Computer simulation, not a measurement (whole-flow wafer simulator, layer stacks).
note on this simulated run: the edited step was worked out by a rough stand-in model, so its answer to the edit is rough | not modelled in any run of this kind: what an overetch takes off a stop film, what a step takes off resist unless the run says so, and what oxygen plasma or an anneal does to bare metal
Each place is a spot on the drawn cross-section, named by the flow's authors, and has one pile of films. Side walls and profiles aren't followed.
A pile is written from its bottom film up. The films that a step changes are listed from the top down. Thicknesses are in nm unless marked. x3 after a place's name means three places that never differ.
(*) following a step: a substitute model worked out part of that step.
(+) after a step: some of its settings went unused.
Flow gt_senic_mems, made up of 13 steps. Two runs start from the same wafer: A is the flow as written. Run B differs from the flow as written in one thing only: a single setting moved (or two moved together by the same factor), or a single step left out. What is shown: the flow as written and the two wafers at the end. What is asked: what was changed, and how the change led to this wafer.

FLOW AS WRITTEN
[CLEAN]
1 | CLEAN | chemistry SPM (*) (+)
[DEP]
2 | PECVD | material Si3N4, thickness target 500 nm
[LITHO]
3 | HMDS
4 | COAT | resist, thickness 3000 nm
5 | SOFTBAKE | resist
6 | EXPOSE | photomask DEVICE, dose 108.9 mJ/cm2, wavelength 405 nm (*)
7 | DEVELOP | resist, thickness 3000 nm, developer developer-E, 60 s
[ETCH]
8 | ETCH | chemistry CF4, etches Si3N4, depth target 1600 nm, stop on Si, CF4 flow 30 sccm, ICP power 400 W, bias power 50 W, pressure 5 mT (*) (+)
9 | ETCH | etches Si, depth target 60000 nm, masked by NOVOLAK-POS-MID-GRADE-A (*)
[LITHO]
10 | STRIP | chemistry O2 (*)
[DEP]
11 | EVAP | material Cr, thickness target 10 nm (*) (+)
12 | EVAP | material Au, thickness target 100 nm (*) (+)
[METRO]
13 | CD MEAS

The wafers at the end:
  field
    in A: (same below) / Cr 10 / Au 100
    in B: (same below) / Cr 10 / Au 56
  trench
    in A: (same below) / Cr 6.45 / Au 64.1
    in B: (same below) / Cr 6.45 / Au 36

The reason: step 12, EVAP: thickness target 56 nm was run, though the flow has thickness target 100 nm.
The wafer lets one read it off: field has Au 56, and step 12 as written asks for 100 nm.

The path from the change to this, step by step:
  12 | EVAP | material Au, thickness target 100 nm (*) (+)
      field: A Au gains 100 (new film) | B Au gains 56 (new film)
      trench: A Au gains 64.1 (new film) | B Au gains 36 (new film)
